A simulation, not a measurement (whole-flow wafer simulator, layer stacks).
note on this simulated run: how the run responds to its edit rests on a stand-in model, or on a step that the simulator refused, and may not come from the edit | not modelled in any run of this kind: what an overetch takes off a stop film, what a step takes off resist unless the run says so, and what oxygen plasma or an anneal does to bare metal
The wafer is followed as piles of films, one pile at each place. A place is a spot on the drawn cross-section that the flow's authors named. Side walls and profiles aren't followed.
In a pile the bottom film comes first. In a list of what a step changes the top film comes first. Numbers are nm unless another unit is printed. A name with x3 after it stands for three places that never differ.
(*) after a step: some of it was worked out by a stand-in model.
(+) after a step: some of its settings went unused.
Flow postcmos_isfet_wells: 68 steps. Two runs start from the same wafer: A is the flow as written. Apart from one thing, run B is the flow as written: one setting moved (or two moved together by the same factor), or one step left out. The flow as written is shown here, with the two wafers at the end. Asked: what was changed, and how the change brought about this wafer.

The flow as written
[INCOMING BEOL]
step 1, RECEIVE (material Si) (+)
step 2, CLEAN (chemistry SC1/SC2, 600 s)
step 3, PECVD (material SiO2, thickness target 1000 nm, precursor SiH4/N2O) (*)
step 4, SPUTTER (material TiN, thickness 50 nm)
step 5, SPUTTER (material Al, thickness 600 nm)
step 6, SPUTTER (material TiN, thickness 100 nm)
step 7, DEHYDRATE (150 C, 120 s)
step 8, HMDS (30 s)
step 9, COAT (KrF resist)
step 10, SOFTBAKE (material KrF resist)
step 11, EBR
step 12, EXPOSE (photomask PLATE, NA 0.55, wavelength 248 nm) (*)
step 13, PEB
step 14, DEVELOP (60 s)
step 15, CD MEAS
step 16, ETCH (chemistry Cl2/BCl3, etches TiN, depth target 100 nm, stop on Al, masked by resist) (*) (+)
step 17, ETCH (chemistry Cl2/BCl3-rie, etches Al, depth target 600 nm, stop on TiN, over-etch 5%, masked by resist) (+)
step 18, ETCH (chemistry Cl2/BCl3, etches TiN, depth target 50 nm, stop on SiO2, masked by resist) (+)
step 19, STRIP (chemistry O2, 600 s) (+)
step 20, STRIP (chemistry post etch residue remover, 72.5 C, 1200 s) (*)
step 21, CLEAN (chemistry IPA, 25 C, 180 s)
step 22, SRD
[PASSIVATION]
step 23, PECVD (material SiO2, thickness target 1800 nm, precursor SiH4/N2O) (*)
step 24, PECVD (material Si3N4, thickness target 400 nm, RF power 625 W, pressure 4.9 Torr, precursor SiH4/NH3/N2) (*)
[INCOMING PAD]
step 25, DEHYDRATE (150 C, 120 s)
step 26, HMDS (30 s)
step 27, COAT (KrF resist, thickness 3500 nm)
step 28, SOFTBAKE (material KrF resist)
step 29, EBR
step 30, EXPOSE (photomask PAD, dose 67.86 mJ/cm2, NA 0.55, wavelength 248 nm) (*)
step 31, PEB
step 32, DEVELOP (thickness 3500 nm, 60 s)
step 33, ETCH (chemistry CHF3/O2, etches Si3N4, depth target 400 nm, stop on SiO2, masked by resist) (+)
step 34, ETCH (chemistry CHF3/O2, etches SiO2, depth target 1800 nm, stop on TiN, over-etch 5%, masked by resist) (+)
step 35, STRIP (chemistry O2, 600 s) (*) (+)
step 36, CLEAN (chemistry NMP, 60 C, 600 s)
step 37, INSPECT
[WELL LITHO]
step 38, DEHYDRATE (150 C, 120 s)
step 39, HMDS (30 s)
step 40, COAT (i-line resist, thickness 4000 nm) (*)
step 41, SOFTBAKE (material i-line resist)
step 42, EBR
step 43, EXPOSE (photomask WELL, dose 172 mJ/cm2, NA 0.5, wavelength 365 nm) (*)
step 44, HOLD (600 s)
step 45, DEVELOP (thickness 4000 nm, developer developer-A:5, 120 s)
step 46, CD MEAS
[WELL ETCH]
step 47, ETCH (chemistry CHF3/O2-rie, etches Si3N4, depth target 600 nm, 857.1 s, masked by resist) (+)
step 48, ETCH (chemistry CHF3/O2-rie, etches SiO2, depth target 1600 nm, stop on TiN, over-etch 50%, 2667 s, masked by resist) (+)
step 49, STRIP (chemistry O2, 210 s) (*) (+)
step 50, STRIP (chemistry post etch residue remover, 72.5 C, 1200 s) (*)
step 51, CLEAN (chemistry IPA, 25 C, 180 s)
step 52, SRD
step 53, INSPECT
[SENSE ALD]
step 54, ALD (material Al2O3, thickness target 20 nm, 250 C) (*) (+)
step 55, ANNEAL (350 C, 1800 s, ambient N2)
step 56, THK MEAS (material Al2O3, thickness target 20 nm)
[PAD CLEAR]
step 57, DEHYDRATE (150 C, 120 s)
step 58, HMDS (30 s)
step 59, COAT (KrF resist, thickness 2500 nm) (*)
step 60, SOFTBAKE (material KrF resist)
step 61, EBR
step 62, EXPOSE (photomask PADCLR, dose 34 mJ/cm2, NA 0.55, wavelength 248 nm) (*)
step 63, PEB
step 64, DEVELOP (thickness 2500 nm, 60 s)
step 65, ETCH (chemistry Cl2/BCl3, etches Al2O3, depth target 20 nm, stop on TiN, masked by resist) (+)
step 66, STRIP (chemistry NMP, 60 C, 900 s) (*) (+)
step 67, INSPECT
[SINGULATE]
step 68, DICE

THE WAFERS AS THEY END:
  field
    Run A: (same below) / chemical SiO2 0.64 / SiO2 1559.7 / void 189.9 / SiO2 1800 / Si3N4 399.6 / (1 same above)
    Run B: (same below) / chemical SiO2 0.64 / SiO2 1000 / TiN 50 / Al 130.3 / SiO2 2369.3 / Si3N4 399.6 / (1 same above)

Cause: step 17, ETCH: depth target 414 nm was run, whereas the flow has depth target 600 nm.

Step by step, how the change led to this:
  step 17, ETCH (chemistry Cl2/BCl3-rie, etches Al, depth target 600 nm, stop on TiN, over-etch 5%, masked by resist) (+)
      field: A -600 Al (all of it) | B -414 Al
      margin, well900, well1300 x3, pad_rim, pad_clr, pad_open: A -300 KrF resist | B -207 KrF resist
  step 18, ETCH (chemistry Cl2/BCl3, etches TiN, depth target 50 nm, stop on SiO2, masked by resist) (+)
      field: A -50 TiN (all of it) | B -50 Al
  step 19, STRIP (chemistry O2, 600 s) (+)
      margin, well900, well1300 x3, pad_rim, pad_clr, pad_open: A -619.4 KrF resist (all of it) | B -712.4 KrF resist (all of it)
  step 20, STRIP (chemistry post etch residue remover, 72.5 C, 1200 s) (*)
      field: A nothing | B -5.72 Al
  step 23, PECVD (material SiO2, thickness target 1800 nm, precursor SiH4/N2O) (*)
      field: A +1800 SiO2 (new film), +189.9 void (new film), +559.7 SiO2 | B +2369.3 SiO2 (new film)
With metal films that touch counted as one body, field has 1 body; the flow as written gives 0 bodies.
